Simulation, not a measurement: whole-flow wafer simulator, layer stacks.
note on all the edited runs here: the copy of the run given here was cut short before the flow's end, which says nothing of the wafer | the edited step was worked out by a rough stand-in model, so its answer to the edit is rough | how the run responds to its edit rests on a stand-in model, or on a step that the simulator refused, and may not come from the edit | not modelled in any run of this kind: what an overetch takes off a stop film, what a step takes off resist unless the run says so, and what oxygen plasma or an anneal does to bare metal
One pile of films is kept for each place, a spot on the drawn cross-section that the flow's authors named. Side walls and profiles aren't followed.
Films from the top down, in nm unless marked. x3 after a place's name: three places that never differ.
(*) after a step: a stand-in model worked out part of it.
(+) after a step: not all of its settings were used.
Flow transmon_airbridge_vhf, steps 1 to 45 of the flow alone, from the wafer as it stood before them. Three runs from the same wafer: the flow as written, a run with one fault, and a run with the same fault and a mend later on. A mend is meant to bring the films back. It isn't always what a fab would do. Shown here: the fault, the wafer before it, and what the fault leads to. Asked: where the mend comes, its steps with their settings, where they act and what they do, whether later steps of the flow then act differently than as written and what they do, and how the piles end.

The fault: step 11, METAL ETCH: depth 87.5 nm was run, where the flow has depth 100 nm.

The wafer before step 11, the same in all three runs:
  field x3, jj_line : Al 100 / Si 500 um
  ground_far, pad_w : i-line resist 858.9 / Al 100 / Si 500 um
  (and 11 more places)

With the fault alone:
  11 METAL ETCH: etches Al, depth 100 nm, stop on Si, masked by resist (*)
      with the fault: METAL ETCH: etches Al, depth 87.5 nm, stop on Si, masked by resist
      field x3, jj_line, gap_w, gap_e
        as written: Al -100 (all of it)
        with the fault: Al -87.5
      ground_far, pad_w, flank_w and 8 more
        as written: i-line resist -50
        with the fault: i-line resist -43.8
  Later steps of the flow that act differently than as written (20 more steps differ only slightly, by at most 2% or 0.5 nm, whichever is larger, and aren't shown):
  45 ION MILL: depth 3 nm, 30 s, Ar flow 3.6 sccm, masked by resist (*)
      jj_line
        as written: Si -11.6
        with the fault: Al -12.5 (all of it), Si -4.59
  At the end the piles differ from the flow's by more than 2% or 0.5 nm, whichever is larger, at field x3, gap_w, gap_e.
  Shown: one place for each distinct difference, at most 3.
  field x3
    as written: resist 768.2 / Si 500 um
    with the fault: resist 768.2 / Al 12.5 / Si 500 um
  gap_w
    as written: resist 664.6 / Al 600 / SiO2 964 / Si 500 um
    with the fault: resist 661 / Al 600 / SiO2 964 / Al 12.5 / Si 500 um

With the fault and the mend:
  The mend comes after step 12.
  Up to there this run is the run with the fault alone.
  12a COAT: i-line resist, thickness 900 nm (*) (the flow's step 6 once more)
      field x3, jj_line, trace_open_s x2, margin_s, bridge_strip, margin_n
        i-line resist +900 (new film)
      pad_w, pad_e
        i-line resist +889.2 (new film)
      flank_w, flank_e
        i-line resist +879.5 (new film)
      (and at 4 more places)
  12b SOFTBAKE: i-line resist, 90 C, 90 s (the flow's step 7 once more)
      flank_w, flank_e
        i-line resist -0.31
      gap_w, gap_e
        i-line resist +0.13
  12c EXPOSE: i-line resist, thickness 900 nm, photomask AB CPW, dose 155.4 mJ/cm2, NA 0.45, wavelength 365 nm (*) (the flow's step 8 once more)
      changes no film at any place that is followed
  12d PEB: i-line resist, 110 C, 60 s (the flow's step 9 once more)
      field x3, jj_line, trace_open_s x2, margin_s, bridge_strip, margin_n
        i-line resist -41
      pad_w, pad_e
        i-line resist -40.5
      flank_w, flank_e
        i-line resist -40.1
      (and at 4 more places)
  12e DEVELOP: i-line resist, thickness 900 nm, developer developer-B, 60 s (the flow's step 10 once more)
      cpw_trace, trace_open_s x2, margin_s, bridge_strip, margin_n
        i-line resist -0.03
      field x3, jj_line
        i-line resist -859 (all of it)
      gap_w, gap_e
        i-line resist -904.6 (all of it)
  12f METAL ETCH: etches Al, depth 12.5 nm, stop on Si, masked by resist (*) (the flow's step 11 once more, with other settings)
      ground_far, pad_w, flank_w and 8 more
        i-line resist -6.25
      field x3, jj_line, gap_w, gap_e
        Al -12.5 (all of it)
  12g STRIP: i-line resist, 80 C, 600 s (*) (+) (the flow's step 12 once more)
      trace_open_s x2, margin_s, bridge_strip, margin_n
        i-line resist -852.7 (all of it)
      pad_w, pad_e
        i-line resist -842.4 (all of it)
      flank_w, flank_e
        i-line resist -832.8 (all of it)
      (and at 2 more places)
  No later step of the flow acts differently than as written at any place that is followed.
  At the end the piles are the same as the flow's at every place that both follow.
